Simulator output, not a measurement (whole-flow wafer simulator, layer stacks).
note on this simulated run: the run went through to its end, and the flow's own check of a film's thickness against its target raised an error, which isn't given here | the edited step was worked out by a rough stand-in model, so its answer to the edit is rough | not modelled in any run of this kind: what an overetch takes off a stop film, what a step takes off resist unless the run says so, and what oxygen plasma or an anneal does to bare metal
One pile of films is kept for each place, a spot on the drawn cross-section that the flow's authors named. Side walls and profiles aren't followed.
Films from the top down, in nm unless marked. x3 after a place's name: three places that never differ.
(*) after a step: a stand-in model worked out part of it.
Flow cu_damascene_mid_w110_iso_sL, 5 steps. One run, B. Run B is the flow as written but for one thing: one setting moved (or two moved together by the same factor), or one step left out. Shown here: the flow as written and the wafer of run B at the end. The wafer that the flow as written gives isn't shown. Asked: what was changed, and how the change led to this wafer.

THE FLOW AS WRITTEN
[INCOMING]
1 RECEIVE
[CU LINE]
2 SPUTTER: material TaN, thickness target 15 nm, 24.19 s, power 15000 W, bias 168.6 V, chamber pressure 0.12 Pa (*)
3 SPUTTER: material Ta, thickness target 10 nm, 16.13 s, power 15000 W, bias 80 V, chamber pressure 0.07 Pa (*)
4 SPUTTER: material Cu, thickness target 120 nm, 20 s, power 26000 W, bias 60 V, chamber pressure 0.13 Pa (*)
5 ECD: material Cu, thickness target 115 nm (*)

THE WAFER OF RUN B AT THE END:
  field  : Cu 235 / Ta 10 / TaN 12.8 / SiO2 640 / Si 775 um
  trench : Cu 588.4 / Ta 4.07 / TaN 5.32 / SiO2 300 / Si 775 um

The cause: step 2, SPUTTER: thickness target 12.8 nm was run, where the flow has thickness target 15 nm; step 2, SPUTTER: 20.56 s was run, where the flow has 24.19 s.
It can be read off the wafer: field has TaN 12.8, and step 2 as written asks for 15 nm.

How the change led to this, step by step:
  2 SPUTTER: material TaN, thickness target 15 nm, 24.19 s, power 15000 W, bias 168.6 V, chamber pressure 0.12 Pa (*)
      field: TaN +12.8 (new film) (as written it would be: TaN +15 (new film))
      trench: TaN +5.32 (new film) (as written it would be: TaN +6.23 (new film))
